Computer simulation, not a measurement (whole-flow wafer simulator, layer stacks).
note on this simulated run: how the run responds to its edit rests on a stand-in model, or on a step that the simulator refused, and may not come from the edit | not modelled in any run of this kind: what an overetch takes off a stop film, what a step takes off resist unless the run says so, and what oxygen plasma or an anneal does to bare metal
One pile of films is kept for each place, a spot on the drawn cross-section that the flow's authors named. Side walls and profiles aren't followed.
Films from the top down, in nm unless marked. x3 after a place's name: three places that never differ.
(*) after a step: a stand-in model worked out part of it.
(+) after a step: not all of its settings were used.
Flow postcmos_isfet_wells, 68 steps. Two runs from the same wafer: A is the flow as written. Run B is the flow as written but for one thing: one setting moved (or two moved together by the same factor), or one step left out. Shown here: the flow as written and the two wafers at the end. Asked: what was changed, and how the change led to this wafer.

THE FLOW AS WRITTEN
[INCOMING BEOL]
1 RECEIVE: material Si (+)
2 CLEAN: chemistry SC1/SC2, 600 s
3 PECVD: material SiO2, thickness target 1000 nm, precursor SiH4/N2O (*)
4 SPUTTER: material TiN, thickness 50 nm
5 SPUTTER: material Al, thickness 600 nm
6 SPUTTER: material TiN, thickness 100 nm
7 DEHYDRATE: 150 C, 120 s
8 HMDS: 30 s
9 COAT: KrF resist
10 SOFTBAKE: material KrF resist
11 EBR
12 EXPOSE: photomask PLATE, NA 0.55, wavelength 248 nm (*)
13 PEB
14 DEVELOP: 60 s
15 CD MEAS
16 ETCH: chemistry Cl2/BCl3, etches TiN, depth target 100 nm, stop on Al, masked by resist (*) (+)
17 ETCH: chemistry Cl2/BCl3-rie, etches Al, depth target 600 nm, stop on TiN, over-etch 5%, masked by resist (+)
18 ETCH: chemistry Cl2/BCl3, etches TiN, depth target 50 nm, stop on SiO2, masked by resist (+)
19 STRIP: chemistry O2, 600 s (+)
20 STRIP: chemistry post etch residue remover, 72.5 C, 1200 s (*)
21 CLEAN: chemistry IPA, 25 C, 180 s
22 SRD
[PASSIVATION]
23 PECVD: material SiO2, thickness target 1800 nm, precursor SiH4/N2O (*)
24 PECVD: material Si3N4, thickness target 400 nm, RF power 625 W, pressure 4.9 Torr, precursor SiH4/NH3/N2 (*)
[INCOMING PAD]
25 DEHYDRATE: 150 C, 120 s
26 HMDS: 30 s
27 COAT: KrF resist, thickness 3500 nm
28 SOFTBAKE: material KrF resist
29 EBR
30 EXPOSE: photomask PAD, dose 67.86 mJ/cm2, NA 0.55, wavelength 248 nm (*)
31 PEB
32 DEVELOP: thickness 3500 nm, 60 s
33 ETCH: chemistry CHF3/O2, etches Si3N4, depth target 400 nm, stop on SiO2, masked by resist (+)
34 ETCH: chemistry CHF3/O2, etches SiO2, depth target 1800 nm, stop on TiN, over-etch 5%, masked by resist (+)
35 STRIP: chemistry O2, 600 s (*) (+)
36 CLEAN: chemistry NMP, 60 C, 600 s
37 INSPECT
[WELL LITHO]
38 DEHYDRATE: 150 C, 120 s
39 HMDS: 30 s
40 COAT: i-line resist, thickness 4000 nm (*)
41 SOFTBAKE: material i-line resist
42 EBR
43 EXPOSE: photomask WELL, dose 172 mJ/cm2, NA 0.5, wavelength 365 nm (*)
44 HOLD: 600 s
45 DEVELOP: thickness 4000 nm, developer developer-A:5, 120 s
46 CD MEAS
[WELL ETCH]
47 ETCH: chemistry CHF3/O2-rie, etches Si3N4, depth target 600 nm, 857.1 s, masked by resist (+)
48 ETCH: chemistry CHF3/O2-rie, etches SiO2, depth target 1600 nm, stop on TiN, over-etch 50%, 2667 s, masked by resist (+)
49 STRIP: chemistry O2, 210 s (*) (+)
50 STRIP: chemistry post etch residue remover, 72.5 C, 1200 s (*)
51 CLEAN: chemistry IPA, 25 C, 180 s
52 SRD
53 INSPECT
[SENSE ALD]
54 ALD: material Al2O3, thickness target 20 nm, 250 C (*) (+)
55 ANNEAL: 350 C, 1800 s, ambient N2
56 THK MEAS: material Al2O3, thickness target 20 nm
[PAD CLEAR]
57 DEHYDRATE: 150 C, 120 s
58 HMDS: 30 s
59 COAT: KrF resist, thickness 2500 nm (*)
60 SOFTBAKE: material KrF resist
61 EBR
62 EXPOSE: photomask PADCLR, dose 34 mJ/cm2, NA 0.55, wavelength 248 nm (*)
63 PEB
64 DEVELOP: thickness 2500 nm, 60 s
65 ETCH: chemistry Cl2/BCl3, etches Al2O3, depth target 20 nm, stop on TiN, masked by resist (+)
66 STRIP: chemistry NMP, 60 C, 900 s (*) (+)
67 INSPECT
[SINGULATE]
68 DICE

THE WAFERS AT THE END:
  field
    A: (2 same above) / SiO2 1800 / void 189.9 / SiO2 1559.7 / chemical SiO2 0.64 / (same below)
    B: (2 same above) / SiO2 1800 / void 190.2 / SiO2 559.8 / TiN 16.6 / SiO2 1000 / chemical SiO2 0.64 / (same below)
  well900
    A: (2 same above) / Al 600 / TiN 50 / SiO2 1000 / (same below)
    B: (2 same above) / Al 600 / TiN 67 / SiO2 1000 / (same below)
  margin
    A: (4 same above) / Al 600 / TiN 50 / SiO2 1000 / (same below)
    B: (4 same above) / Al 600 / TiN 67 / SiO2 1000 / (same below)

The cause: step 4, SPUTTER: thickness 67 nm was run, where the flow has thickness 50 nm.
It can be read off the wafer: well900 has TiN 67, and step 4 as written asks for 50 nm.

How the change led to this, step by step:
  4 SPUTTER: material TiN, thickness 50 nm
      field, margin, well900, well1300 x3, pad_rim, pad_clr, pad_open: A TiN +50 (new film) | B TiN +67 (new film)
  18 ETCH: chemistry Cl2/BCl3, etches TiN, depth target 50 nm, stop on SiO2, masked by resist (+)
      field: A TiN -50 (all of it) | B TiN -50
  23 PECVD: material SiO2, thickness target 1800 nm, precursor SiH4/N2O (*)
      field: A SiO2 +1800 (new film), void +189.9 (new film), SiO2 +559.7 | B SiO2 +1800 (new film), void +190.2 (new film), SiO2 +559.8 (new film)
Counting metal films that touch as one body, field has 1 body; the flow as written gives 0 bodies.
